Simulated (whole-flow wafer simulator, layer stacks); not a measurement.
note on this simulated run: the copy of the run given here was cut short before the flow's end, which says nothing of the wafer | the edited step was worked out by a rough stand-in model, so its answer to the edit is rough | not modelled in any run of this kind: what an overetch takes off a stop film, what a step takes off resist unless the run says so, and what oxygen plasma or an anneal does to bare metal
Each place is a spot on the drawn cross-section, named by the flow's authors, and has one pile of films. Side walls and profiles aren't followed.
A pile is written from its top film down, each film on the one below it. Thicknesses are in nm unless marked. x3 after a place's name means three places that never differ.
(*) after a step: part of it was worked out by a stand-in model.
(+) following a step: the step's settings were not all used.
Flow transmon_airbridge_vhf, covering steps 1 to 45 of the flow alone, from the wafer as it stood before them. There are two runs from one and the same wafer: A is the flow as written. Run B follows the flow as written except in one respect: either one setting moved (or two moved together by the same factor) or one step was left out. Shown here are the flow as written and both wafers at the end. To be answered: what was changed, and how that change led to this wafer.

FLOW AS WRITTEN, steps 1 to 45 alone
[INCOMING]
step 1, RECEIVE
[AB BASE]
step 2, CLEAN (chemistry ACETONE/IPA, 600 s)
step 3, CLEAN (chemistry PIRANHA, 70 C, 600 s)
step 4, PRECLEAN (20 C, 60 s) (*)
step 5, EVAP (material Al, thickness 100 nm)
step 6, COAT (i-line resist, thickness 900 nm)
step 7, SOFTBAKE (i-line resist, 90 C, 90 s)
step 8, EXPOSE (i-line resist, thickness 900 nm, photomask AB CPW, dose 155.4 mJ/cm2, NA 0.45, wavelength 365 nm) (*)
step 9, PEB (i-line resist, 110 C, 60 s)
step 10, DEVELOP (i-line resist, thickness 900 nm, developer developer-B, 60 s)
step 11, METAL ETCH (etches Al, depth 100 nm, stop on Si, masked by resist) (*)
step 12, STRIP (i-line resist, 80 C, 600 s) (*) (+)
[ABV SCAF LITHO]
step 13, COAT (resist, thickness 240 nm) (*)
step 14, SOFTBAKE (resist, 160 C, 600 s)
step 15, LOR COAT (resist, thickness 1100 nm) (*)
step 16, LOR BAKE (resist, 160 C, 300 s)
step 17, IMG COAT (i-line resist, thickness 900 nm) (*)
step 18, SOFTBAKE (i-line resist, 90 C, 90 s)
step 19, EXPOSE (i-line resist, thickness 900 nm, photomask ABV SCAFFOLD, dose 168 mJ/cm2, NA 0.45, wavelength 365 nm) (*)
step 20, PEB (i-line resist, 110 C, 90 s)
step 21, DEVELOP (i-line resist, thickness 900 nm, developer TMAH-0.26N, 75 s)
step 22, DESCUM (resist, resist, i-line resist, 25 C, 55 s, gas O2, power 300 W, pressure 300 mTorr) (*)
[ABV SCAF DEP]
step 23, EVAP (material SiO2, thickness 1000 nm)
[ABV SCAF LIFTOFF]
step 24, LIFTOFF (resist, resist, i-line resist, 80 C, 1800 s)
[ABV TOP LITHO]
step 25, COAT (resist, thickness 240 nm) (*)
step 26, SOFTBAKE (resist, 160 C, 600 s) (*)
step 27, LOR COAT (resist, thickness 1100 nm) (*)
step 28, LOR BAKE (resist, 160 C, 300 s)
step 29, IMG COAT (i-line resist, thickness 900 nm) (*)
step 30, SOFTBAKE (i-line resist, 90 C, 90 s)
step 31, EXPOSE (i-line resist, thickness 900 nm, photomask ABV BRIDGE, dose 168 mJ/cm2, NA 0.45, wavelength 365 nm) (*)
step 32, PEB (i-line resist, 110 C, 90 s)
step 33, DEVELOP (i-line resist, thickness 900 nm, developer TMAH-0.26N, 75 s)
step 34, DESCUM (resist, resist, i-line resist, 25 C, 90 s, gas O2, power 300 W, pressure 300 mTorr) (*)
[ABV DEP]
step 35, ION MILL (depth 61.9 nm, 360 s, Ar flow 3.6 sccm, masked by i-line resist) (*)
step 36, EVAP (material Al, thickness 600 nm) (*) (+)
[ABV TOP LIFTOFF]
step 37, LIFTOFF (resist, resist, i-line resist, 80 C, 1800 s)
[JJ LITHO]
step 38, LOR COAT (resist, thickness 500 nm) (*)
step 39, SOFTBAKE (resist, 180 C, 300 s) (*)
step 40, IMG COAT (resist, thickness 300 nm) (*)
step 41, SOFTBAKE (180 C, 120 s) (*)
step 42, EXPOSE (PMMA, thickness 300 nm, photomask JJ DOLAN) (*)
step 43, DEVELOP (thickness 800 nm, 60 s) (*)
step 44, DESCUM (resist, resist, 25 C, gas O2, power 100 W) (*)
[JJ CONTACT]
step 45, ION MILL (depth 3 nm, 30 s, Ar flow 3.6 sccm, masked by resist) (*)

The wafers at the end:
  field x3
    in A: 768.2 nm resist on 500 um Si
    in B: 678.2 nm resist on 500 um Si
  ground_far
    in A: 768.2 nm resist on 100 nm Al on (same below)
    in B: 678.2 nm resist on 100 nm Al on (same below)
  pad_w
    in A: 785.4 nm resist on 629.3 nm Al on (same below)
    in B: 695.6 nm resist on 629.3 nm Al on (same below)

What caused this: step 40, IMG COAT: thickness 210 nm was run, while the flow as written has thickness 300 nm.

How this came from the change, step by step:
  step 40, IMG COAT (resist, thickness 300 nm) (*)
      field x3, jj_line, ground_far, trace_open_s x2: A resist gains 300 | B resist gains 210
      pad_w, pad_e: A resist gains 300.1 | B resist gains 210.3
      (as well as at 8 more places)
  step 43, DEVELOP (thickness 800 nm, 60 s) (*)
      jj_line: A resist loses 800 (all of it) | B resist loses 710 (all of it)
